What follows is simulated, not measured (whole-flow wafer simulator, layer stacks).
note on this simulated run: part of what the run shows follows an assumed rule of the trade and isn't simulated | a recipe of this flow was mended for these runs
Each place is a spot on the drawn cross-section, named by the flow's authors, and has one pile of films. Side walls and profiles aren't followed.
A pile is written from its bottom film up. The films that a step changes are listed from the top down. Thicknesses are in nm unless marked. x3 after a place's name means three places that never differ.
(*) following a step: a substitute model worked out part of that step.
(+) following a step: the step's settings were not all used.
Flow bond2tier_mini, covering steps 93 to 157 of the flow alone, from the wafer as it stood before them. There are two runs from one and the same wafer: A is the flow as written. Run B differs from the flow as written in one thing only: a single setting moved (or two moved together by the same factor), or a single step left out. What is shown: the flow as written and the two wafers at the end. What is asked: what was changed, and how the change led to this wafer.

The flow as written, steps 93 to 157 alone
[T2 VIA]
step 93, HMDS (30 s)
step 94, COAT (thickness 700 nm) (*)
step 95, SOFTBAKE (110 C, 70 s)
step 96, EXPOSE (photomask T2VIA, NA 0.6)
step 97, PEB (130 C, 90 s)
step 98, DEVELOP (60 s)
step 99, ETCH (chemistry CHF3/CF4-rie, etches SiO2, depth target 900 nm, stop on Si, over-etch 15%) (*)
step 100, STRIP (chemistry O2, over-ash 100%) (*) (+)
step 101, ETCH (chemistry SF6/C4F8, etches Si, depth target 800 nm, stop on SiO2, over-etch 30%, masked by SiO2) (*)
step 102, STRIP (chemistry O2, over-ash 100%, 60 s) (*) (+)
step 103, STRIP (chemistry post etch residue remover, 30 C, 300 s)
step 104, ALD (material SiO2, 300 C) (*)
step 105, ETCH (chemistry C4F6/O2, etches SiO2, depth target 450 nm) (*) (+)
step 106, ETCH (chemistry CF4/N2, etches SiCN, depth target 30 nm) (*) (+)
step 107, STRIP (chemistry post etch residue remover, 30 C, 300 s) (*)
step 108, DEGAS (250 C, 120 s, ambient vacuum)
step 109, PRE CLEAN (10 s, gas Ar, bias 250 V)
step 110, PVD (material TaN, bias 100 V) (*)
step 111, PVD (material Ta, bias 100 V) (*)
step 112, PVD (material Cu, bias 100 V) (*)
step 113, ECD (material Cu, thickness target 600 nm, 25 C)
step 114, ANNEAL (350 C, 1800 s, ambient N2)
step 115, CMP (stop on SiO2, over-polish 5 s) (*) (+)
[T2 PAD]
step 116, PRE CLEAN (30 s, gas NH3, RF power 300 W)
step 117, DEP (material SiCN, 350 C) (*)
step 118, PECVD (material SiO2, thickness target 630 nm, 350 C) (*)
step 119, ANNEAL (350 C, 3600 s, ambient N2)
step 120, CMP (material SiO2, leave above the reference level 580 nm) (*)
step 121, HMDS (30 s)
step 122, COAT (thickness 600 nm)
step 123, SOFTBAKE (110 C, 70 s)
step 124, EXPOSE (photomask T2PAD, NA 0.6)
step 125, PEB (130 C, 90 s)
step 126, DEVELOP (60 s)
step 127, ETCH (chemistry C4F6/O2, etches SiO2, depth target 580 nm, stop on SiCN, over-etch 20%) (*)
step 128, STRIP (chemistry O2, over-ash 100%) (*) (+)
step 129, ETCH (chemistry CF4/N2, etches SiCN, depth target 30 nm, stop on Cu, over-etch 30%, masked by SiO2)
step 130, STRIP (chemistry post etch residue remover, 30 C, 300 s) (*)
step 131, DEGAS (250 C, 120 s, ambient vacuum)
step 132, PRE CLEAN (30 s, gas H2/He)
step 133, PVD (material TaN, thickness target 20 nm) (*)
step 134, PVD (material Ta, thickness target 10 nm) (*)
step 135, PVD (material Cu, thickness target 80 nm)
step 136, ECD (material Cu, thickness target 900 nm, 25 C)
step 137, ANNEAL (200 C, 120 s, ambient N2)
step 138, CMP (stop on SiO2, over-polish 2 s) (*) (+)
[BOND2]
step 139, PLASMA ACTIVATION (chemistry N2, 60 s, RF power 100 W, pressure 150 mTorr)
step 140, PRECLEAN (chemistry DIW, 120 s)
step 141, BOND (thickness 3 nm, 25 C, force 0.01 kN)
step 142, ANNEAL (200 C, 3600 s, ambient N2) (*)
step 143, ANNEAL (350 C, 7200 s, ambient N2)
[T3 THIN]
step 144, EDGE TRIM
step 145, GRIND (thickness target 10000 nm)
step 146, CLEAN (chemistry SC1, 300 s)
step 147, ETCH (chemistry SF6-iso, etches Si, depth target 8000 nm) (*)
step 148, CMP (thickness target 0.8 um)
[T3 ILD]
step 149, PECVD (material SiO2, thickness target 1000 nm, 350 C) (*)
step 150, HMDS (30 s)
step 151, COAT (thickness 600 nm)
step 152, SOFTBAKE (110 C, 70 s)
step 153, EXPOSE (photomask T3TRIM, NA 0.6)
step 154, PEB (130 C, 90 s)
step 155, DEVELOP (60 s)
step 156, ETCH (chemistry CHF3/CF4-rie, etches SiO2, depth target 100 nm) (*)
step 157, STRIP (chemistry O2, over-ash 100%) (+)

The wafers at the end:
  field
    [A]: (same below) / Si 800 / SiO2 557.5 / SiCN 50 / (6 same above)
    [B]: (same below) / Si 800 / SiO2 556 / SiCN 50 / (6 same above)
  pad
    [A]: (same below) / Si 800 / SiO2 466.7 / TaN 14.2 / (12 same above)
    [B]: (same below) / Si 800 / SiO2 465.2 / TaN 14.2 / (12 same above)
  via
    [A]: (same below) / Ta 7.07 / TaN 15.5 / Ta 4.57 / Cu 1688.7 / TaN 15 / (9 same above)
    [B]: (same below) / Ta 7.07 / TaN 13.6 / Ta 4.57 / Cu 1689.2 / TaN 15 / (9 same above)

The reason: step 109, PRE CLEAN: 15 s was run, whereas the flow has 10 s.

Step by step, how the change led to this:
  step 109, PRE CLEAN (10 s, gas Ar, bias 250 V)
      field, pad: A -3 SiO2 | B -4.5 SiO2
      via: A -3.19 TaN | B -5.13 TaN
